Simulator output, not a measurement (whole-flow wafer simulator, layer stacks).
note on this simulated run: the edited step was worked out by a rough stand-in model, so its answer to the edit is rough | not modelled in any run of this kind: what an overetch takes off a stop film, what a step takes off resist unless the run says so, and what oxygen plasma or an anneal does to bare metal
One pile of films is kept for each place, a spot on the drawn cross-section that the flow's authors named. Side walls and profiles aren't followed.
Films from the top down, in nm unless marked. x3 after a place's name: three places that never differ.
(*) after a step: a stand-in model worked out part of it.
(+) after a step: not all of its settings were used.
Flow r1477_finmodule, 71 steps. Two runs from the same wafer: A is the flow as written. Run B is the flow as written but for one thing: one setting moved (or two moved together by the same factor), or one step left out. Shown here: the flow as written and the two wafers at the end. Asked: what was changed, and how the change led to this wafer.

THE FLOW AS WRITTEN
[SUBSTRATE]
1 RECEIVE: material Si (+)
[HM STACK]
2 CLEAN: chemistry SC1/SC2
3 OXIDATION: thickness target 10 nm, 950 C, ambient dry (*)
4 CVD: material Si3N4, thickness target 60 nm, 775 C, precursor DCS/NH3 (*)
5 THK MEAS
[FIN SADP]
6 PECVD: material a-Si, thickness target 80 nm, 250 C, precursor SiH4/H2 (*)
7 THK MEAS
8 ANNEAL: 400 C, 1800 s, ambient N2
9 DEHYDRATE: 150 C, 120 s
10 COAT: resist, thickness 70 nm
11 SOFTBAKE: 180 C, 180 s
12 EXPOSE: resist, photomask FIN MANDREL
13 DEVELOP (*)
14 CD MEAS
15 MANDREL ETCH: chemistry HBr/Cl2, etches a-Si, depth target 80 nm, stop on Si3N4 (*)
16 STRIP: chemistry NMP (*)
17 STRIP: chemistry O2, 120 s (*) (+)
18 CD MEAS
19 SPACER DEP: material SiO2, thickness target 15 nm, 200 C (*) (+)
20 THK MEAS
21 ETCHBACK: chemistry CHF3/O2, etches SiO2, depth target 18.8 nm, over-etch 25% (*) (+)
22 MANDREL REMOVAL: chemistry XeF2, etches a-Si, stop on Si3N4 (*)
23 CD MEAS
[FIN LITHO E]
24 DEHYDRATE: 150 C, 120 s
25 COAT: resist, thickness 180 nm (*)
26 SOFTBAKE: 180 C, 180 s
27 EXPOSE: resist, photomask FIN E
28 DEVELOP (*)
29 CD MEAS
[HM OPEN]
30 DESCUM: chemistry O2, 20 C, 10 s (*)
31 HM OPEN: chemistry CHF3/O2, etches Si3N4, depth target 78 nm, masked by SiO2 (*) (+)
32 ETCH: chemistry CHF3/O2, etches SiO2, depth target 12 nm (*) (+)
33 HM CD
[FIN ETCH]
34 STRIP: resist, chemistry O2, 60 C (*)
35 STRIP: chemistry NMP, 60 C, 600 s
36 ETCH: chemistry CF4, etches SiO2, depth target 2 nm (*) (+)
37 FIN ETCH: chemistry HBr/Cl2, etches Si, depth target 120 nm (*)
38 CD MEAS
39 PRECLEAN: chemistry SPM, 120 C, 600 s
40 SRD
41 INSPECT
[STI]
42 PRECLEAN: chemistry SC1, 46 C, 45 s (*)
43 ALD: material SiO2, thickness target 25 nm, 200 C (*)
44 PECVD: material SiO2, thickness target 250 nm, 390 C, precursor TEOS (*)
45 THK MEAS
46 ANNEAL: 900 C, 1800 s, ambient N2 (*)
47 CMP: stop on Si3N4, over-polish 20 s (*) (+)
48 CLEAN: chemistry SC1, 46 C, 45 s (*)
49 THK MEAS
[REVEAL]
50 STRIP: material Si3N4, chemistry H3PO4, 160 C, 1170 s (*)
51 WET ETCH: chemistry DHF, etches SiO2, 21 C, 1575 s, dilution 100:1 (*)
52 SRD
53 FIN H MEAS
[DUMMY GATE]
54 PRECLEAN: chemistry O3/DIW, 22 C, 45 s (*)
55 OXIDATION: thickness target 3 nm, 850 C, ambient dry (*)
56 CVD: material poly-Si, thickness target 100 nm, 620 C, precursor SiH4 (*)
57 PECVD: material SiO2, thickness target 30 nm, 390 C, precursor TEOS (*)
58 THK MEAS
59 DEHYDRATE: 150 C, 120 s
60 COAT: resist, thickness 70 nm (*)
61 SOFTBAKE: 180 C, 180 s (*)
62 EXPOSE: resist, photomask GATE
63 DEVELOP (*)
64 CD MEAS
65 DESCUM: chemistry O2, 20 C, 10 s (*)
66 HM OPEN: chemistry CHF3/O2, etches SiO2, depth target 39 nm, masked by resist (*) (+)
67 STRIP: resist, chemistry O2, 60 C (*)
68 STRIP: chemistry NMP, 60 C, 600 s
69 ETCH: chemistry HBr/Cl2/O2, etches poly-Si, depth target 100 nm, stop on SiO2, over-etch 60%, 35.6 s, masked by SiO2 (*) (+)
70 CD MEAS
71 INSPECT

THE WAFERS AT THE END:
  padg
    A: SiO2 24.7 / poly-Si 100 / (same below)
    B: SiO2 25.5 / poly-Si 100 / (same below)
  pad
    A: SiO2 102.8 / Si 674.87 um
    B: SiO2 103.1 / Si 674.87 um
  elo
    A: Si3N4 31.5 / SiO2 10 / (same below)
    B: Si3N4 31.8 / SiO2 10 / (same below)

The cause: step 69, ETCH: depth target 84 nm was run, where the flow has depth target 100 nm; step 69, ETCH: 29.9 s was run, where the flow has 35.6 s.

How the change led to this, step by step:
  69 ETCH: chemistry HBr/Cl2/O2, etches poly-Si, depth target 100 nm, stop on SiO2, over-etch 60%, 35.6 s, masked by SiO2 (*) (+)
      padg, elg, esg and 15 more: A SiO2 -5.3 | B SiO2 -4.45
